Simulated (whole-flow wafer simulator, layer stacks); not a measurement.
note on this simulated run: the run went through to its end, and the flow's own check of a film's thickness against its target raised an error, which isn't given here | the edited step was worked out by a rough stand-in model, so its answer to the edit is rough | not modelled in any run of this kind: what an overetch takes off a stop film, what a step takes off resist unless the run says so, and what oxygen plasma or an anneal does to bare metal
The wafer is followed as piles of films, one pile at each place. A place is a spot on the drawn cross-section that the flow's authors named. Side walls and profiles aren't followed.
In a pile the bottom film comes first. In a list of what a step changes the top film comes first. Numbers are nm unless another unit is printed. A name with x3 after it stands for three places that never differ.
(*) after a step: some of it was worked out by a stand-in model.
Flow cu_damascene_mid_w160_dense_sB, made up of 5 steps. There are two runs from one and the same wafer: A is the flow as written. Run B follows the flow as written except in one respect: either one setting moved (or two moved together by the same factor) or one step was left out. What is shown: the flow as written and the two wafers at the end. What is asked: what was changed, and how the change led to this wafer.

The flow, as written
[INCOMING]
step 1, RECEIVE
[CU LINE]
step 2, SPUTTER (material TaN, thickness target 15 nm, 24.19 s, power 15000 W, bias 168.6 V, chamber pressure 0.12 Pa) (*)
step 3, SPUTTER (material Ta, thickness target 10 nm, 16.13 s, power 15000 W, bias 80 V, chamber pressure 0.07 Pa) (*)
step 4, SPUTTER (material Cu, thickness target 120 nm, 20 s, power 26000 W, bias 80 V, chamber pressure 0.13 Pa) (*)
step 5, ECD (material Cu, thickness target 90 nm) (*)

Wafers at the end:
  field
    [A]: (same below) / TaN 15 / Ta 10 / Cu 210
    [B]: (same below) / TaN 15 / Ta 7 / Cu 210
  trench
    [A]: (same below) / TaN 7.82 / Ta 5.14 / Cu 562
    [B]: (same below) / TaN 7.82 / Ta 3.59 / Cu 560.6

The reason: step 3, SPUTTER: thickness target 7 nm was run, though the flow has thickness target 10 nm.
One can read it off the wafer: field has Ta 7, and step 3 as written asks for 10 nm.

The path from the change to this, step by step:
  step 3, SPUTTER (material Ta, thickness target 10 nm, 16.13 s, power 15000 W, bias 80 V, chamber pressure 0.07 Pa) (*)
      field: A +10 Ta (new film) | B +7 Ta (new film)
      trench: A +5.14 Ta (new film) | B +3.59 Ta (new film)
